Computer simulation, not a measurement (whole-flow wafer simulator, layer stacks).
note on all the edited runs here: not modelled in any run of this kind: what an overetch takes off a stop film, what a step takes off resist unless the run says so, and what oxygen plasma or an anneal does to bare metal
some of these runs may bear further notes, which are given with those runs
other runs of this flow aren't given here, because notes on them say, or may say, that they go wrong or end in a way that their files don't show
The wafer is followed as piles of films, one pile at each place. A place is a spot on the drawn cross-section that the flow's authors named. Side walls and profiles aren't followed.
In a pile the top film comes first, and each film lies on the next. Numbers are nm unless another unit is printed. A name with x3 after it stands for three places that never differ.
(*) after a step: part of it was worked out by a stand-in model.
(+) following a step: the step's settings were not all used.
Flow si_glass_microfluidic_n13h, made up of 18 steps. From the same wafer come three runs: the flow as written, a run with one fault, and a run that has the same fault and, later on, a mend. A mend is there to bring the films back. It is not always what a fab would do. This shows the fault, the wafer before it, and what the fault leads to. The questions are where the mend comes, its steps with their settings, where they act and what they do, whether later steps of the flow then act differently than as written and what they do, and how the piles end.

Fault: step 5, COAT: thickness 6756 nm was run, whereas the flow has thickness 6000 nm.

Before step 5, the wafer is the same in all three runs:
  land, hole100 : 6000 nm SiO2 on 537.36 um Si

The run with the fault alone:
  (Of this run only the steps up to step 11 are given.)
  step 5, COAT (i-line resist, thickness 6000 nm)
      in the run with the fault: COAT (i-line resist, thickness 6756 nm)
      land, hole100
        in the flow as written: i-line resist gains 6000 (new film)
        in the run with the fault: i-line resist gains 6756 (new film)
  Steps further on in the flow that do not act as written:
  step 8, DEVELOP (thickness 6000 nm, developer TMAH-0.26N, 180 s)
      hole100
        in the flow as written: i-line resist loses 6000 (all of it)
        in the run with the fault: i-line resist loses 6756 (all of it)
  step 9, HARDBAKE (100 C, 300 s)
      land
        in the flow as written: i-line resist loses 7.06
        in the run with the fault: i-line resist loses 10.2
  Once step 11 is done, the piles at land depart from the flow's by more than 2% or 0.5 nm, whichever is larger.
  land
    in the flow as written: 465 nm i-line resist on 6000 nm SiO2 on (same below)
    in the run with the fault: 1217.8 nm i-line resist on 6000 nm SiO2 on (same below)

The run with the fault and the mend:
  After step 9 comes the mend.
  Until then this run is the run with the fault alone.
  step 9a, STRIP (chemistry O2) (+)
      land
        i-line resist loses 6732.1 (all of it)
  step 9b, DEHYDRATE (150 C, 120 s) (the flow's step 3 again)
      does not change any film at any place that is followed
  step 9c, HMDS (30 s) (the flow's step 4 again)
      does not change any film at any place that is followed
  step 9d, COAT (i-line resist, thickness 6000 nm) (the flow's step 5 again)
      land, hole100
        i-line resist gains 6000 (new film)
  step 9e, SOFTBAKE (115 C, 180 s) (the flow's step 6 again)
      does not change any film at any place that is followed
  step 9f, EXPOSE (photomask CHANNEL, dose 400 mJ/cm2, wavelength 365 nm) (*) (the flow's step 7 again)
      does not change any film at any place that is followed
  step 9g, DEVELOP (developer TMAH-0.26N, 180 s) (the flow's step 8 again, with other settings)
      land
        i-line resist loses 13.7
      hole100
        i-line resist loses 6000 (all of it)
  step 9h, HARDBAKE (100 C, 300 s) (the flow's step 9 again)
      land
        i-line resist loses 7.06
  Every later step of the flow that is run acts as written at every place that is followed.
  At every place that both follow, the piles at the end match the flow's.
